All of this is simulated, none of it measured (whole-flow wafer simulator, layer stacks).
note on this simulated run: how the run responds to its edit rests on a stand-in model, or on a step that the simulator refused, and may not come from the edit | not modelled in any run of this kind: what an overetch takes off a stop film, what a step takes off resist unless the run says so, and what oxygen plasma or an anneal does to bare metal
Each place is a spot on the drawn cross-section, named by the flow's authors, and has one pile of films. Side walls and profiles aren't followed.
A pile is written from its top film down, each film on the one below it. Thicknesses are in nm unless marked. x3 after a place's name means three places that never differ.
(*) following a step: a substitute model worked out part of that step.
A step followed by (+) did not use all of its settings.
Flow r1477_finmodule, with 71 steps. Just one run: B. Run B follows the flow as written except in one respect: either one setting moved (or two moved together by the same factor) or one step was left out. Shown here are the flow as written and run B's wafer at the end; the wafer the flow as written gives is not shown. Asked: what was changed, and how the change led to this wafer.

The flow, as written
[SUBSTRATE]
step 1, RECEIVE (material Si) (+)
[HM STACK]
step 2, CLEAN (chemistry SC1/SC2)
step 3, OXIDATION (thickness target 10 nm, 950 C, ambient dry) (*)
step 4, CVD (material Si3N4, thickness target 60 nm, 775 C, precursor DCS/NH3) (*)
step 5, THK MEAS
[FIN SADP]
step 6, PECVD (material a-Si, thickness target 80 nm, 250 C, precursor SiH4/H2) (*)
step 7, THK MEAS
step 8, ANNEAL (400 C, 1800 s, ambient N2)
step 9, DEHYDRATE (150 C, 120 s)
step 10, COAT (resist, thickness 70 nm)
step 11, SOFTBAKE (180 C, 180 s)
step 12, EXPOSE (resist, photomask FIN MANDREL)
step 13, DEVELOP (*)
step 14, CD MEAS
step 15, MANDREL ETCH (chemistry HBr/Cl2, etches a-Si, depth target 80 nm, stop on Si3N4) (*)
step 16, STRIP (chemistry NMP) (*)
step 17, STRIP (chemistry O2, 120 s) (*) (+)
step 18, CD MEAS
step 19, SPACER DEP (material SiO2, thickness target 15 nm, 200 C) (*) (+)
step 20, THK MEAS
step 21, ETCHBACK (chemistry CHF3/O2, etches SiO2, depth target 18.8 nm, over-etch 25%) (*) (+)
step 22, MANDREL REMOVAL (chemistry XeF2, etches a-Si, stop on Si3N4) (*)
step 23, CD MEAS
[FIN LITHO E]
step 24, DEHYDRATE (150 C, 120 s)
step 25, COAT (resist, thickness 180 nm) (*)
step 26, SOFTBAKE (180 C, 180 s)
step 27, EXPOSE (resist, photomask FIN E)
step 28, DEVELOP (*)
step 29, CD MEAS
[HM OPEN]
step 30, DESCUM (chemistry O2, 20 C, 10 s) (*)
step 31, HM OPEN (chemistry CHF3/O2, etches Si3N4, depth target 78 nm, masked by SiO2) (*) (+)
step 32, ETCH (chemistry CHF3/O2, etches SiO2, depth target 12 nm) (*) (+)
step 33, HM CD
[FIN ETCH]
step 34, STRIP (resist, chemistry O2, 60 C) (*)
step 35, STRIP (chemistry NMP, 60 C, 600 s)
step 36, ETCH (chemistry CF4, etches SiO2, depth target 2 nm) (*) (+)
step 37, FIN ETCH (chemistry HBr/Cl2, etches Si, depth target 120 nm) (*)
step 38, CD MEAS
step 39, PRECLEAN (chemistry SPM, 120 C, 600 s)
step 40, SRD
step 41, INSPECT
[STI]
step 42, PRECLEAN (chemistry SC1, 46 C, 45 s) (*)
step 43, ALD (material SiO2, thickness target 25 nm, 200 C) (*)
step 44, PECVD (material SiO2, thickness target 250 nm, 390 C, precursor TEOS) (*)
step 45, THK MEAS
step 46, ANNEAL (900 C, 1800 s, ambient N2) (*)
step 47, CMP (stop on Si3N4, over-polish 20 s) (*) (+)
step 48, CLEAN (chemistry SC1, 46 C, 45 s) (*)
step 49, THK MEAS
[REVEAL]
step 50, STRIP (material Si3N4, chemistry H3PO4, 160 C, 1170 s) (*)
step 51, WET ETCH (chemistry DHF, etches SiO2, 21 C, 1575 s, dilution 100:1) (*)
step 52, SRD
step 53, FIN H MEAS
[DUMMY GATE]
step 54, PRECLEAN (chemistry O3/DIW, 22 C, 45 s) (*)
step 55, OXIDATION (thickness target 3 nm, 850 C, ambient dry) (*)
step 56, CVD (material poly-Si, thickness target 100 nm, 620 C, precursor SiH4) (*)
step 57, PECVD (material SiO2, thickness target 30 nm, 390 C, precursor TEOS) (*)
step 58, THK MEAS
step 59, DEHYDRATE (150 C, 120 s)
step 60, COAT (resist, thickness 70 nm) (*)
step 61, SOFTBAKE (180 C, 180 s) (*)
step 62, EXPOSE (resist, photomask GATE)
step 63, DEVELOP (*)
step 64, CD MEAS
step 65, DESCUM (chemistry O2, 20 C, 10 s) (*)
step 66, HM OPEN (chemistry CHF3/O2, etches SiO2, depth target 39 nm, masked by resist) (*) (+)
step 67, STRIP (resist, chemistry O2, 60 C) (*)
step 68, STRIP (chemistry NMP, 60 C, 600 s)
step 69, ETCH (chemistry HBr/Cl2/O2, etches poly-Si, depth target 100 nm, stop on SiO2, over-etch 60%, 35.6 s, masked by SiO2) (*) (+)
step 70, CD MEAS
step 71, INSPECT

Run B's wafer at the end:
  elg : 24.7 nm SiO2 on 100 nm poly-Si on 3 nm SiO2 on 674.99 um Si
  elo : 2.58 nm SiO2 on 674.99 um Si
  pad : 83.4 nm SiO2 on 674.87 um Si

What caused this: step 15, MANDREL ETCH: chemistry HBr/Cl2, etches a-Si, depth target 80 nm, stop on Si3N4 (*), was skipped.

The path from the change to this, step by step:
  step 16, STRIP (chemistry NMP) (*)
      s40cg, s45cg, s50cg, s40co, s45co, s50co: resist loses 70 (all of it) (as written it would have been: resist loses 39.3 (all of it))
  step 21, ETCHBACK (chemistry CHF3/O2, etches SiO2, depth target 18.8 nm, over-etch 25%) (*) (+)
      pad, padg, elg and 21 more: SiO2 loses 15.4 (all of it), a-Si loses 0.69 (as written it would have been: SiO2 loses 15 (all of it), Si3N4 loses 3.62)
      s40sg_line, s45sg_line, s50sg_line, s40so_line, s45so_line, s50so_line: nothing (as written it would have been: SiO2 gains 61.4)
  step 22, MANDREL REMOVAL (chemistry XeF2, etches a-Si, stop on Si3N4) (*)
      pad, padg, elg and 21 more: a-Si loses 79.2 (all of it) (as written it would have been: nothing)
      s40sg_line, s45sg_line, s50sg_line, s40so_line, s45so_line, s50so_line: under 1 film: a-Si loses 79.8 (all of it) (as written it would have been: nothing)
  step 25, COAT (resist, thickness 180 nm) (*)
      s40cg, s40co: resist gains 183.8 (new film) (as written it would have been: resist gains 197.6 (new film))
      s40sg, s40so: resist gains 183.8 (new film) (as written it would have been: resist gains 201.2 (new film))
      (as well as at 14 more places)
  step 28, DEVELOP (*)
      s40cg, s40co: resist loses 183.8 (all of it) (as written it would have been: resist loses 197.6 (all of it))
      s40sg, s40so: resist loses 183.8 (all of it) (as written it would have been: resist loses 201.2 (all of it))
      (as well as at 14 more places)
  step 31, HM OPEN (chemistry CHF3/O2, etches Si3N4, depth target 78 nm, masked by SiO2) (*) (+)
      pad, padg, esg and 13 more: Si3N4 loses 60 (all of it), SiO2 loses 9 (as written it would have been: Si3N4 loses 56.4 (all of it), SiO2 loses 10 (all of it))
      s40sg_line, s45sg_line, s50sg_line, s40so_line, s45so_line, s50so_line: SiO2 loses 15.4 (all of it), Si3N4 loses 47.3 (as written it would have been: SiO2 loses 39)
  step 32, ETCH (chemistry CHF3/O2, etches SiO2, depth target 12 nm) (*) (+)
      pad, padg, e40sg and 11 more: SiO2 loses 1 (all of it), Si loses 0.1 (as written it would have been: Si loses 2.4)
      s40sg_line, s45sg_line, s50sg_line, s40so_line, s45so_line, s50so_line: Si3N4 loses 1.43 (as written it would have been: SiO2 loses 12)
      (as well as at 16 more places)
  step 34, STRIP (resist, chemistry O2, 60 C) (*)
      elg, e40lg, e100lg, e200lg, elo, e40lo, e100lo, e200lo: resist loses 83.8 (all of it) (as written it would have been: resist loses 73.8 (all of it))
  step 36, ETCH (chemistry CF4, etches SiO2, depth target 2 nm) (*) (+)
      elg, e40lg, e100lg, e200lg, elo, e40lo, e100lo, e200lo: nothing (as written it would have been: Si3N4 loses 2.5)
      s40sg_line, s45sg_line, s50sg_line, s40so_line, s45so_line, s50so_line: nothing (as written it would have been: SiO2 loses 2)
  step 37, FIN ETCH (chemistry HBr/Cl2, etches Si, depth target 120 nm) (*)
      s40sg_line, s45sg_line, s50sg_line, s40so_line, s45so_line, s50so_line: Si3N4 loses 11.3 (all of it), SiO2 loses 3.15 (as written it would have been: SiO2 loses 9.23)
  step 43, ALD (material SiO2, thickness target 25 nm, 200 C) (*)
      s40cg, s45cg, s50cg, s40co, s45co, s50co: SiO2 gains 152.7 (new film) (as written it would have been: SiO2 gains 232.1 (new film))
      esg: SiO2 gains 198.7 (new film) (as written it would have been: SiO2 gains 194.3 (new film))
  step 47, CMP (stop on Si3N4, over-polish 20 s) (*) (+)
      elg, e40lg, e100lg, e200lg, elo, e40lo, e100lo, e200lo: SiO2 loses 263.8 (all of it), Si3N4 loses 1.12 (as written it would have been: SiO2 loses 241.6)
      s40sg_line, s45sg_line, s50sg_line, s40so_line, s45so_line, s50so_line: SiO2 loses 218.8 (as written it would have been: SiO2 loses 277.9 (all of it), Si3N4 loses 1.12)
      (as well as at 22 more places)
  step 50, STRIP (material Si3N4, chemistry H3PO4, 160 C, 1170 s) (*)
      elg, e40lg, e100lg, e200lg, elo, e40lo, e100lo, e200lo: Si3N4 loses 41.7 (all of it), SiO2 loses 1.9 (as written it would have been: SiO2 loses 4.28)
      s40sg_line, s45sg_line, s50sg_line, s40so_line, s45so_line, s50so_line: SiO2 loses 4.28 (as written it would have been: Si3N4 loses 58.9 (all of it), SiO2 loses 1.37)
  step 51, WET ETCH (chemistry DHF, etches SiO2, 21 C, 1575 s, dilution 100:1) (*)
      elg, e40lg, e100lg, e200lg, elo, e40lo, e100lo, e200lo: SiO2 loses 8.1 (all of it) (as written it would have been: SiO2 loses 17.8 (all of it), Si3N4 loses 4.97)
      s40sg_line, s45sg_line, s50sg_line, s40so_line, s45so_line, s50so_line: SiO2 loses 47.4 (all of it) (as written it would have been: SiO2 loses 8.63 (all of it))
  step 54, PRECLEAN (chemistry O3/DIW, 22 C, 45 s) (*)
      elg, e40lg, e100lg, e200lg, elo, e40lo, e100lo, e200lo: chemical SiO2 gains 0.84 (new film), Si loses 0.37 (as written it would have been: nothing)
  step 55, OXIDATION (thickness target 3 nm, 850 C, ambient dry) (*)
      elg, e40lg, e100lg, e200lg, elo, e40lo, e100lo, e200lo: SiO2 gains 3 (new film), chemical SiO2 loses 0.84 (all of it), Si loses 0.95 (as written it would have been: nothing)
  ... 4 other steps ...
  step 69, ETCH (chemistry HBr/Cl2/O2, etches poly-Si, depth target 100 nm, stop on SiO2, over-etch 60%, 35.6 s, masked by SiO2) (*) (+)
      s40co: chemical SiO2 loses 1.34 (all of it), poly-Si loses 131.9 (all of it), SiO2 loses 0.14 (as written it would have been: chemical SiO2 loses 1.46 (all of it), poly-Si loses 111.5 (all of it), SiO2 loses 0.24)
      s45co: chemical SiO2 loses 1.34 (all of it), poly-Si loses 131.9 (all of it), SiO2 loses 0.14 (as written it would have been: chemical SiO2 loses 1.46 (all of it), poly-Si loses 110.9 (all of it), SiO2 loses 0.25)
      (as well as at 1 more place)
